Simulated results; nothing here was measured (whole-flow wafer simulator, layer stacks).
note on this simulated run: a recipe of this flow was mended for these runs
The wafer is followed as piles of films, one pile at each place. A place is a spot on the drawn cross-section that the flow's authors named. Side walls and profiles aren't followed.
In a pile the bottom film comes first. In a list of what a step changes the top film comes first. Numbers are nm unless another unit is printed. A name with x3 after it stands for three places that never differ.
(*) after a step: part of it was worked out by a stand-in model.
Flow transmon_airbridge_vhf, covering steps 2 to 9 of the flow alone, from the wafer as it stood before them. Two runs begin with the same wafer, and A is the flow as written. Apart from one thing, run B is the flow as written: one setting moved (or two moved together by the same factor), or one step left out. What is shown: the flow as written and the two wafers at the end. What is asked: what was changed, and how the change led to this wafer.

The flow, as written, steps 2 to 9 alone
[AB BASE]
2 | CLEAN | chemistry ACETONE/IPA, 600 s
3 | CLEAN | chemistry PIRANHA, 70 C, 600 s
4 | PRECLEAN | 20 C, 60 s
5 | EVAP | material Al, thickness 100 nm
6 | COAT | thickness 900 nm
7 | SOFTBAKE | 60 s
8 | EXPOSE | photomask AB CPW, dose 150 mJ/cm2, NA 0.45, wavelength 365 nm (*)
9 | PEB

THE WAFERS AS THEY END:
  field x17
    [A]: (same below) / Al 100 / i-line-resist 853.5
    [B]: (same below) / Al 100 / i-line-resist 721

The reason: step 6, COAT: thickness 760 nm was run, while the flow as written has thickness 900 nm.

The path from the change to this, step by step:
  6 | COAT | thickness 900 nm
      field x17: A +900 i-line-resist (new film) | B +760 i-line-resist (new film)
  9 | PEB
      field x17: A -46.5 i-line-resist | B -39 i-line-resist
